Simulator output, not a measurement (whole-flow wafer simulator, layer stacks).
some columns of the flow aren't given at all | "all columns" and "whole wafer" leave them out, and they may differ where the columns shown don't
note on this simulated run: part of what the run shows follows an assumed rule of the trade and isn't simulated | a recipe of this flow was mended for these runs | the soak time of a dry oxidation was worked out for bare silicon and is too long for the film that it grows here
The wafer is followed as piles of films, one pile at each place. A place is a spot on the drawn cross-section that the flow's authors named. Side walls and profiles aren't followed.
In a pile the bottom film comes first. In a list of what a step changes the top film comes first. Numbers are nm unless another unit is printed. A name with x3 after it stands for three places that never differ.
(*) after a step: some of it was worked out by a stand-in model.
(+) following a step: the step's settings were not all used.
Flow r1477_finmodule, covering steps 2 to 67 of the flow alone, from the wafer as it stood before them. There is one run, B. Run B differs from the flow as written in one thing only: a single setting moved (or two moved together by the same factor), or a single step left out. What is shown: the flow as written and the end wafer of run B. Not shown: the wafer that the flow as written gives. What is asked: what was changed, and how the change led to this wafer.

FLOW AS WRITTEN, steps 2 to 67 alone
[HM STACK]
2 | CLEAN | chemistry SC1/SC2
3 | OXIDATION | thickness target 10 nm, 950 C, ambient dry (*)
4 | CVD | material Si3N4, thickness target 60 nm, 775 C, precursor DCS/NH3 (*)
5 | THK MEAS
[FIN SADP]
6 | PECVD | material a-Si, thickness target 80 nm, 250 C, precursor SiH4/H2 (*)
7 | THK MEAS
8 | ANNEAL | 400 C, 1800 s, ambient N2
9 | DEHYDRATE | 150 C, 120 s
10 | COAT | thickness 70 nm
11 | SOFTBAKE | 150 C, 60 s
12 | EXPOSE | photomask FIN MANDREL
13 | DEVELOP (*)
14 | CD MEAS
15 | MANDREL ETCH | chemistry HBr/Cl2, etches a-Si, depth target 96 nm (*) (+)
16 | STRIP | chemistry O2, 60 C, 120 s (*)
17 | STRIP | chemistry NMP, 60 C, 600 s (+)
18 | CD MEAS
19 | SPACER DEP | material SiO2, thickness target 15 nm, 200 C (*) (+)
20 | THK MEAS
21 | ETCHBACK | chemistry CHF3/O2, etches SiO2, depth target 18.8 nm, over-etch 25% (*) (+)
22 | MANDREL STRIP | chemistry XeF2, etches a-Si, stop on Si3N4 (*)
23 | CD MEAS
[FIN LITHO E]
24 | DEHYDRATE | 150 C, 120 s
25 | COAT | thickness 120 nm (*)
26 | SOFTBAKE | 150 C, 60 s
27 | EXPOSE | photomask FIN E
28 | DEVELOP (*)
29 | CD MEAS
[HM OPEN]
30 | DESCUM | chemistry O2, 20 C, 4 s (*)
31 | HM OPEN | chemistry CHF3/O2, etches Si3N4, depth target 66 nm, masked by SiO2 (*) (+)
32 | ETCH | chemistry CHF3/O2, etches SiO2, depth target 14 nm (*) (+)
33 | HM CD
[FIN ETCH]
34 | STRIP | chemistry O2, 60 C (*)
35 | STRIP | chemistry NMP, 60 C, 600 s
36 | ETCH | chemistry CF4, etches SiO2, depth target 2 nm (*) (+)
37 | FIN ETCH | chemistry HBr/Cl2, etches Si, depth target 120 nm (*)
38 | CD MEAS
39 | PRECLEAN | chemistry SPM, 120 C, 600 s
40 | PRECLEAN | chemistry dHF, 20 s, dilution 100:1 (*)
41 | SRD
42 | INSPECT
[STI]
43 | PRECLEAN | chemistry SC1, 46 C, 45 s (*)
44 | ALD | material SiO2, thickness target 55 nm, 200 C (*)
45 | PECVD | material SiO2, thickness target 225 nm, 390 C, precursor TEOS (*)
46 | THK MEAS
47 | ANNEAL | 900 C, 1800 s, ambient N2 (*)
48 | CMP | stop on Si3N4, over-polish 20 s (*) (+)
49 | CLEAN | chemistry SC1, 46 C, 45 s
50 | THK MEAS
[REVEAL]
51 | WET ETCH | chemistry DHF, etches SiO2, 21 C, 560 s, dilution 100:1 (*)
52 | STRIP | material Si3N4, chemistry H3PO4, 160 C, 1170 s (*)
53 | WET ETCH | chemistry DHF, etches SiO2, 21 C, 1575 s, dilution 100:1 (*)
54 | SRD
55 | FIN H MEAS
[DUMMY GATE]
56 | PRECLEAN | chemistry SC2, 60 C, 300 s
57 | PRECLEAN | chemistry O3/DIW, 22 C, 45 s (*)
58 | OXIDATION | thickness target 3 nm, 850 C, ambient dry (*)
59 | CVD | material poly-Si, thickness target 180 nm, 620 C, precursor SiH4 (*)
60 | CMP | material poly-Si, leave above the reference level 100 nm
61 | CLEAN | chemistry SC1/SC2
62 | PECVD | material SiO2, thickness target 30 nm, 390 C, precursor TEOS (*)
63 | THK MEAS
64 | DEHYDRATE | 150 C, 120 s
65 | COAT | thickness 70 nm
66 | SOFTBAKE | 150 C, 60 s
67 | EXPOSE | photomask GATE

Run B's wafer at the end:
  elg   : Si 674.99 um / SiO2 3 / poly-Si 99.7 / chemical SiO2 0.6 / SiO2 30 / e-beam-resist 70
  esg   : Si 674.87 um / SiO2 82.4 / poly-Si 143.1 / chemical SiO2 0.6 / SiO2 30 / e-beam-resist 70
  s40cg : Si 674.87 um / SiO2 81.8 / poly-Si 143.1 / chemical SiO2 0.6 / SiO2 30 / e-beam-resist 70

What caused this: step 3, OXIDATION: thickness target 13 nm was run, while the flow as written has thickness target 10 nm.

Step by step, how the change led to this:
  3 | OXIDATION | thickness target 10 nm, 950 C, ambient dry (*)
      pad, padg, elg and 33 more: +13 SiO2 (new film), -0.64 chemical SiO2 (all of it), -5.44 Si (in the flow as written it would be: +10 SiO2 (new film), -0.64 chemical SiO2 (all of it), -4.12 Si)
  32 | ETCH | chemistry CHF3/O2, etches SiO2, depth target 14 nm (*) (+)
      pad, padg, esg and 13 more: -7.05 SiO2 (all of it), -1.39 Si (in the flow as written it would be: -4.05 SiO2 (all of it), -1.99 Si)
      s40cg, s45cg, s50cg, s40co, s45co, s50co: -10 SiO2 (all of it), -0.8 Si (in the flow as written it would be: -7 SiO2 (all of it), -1.4 Si)
  48 | CMP | stop on Si3N4, over-polish 20 s (*) (+)
      pad, padg: -77 SiO2 (in the flow as written it would be: -79.4 SiO2)
  53 | WET ETCH | chemistry DHF, etches SiO2, 21 C, 1575 s, dilution 100:1 (*)
      elg, e40lg, e100lg, e200lg, elo, e40lo, e100lo, e200lo: -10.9 SiO2 (all of it) (in the flow as written it would be: -7.85 SiO2 (all of it))
      s40sg_line, s45sg_line, s50sg_line, s40so_line, s45so_line, s50so_line: -11.5 SiO2 (all of it) (in the flow as written it would be: -8.51 SiO2 (all of it))
  60 | CMP | material poly-Si, leave above the reference level 100 nm
      pad, padg: -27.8 poly-Si (in the flow as written it would be: -24.8 poly-Si)
